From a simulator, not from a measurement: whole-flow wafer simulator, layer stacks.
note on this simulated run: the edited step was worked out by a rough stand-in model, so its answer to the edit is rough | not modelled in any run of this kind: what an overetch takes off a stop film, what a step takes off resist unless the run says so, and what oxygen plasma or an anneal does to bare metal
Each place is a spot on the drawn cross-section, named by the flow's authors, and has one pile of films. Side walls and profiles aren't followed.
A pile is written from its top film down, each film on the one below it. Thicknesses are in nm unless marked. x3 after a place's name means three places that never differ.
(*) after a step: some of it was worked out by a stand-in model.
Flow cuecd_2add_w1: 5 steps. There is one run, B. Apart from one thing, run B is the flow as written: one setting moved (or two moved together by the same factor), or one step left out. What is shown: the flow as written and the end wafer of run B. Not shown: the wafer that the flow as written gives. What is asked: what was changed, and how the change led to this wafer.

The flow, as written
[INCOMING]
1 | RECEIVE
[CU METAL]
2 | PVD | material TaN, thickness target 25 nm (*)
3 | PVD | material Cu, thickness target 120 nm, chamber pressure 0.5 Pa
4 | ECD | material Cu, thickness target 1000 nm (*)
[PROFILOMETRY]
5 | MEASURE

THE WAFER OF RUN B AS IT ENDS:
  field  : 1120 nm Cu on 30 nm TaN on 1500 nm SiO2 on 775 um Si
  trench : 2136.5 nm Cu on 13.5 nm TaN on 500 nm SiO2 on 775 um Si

Cause: step 2, PVD: thickness target 30 nm was run, though the flow has thickness target 25 nm.
One can read it off the wafer: field has TaN 30, and step 2 as written asks for 25 nm.

Step by step, how the change led to this:
  2 | PVD | material TaN, thickness target 25 nm (*)
      field: TaN gains 30 (new film) (it would be, as written: TaN gains 25 (new film))
      trench: TaN gains 13.5 (new film) (it would be, as written: TaN gains 11.2 (new film))
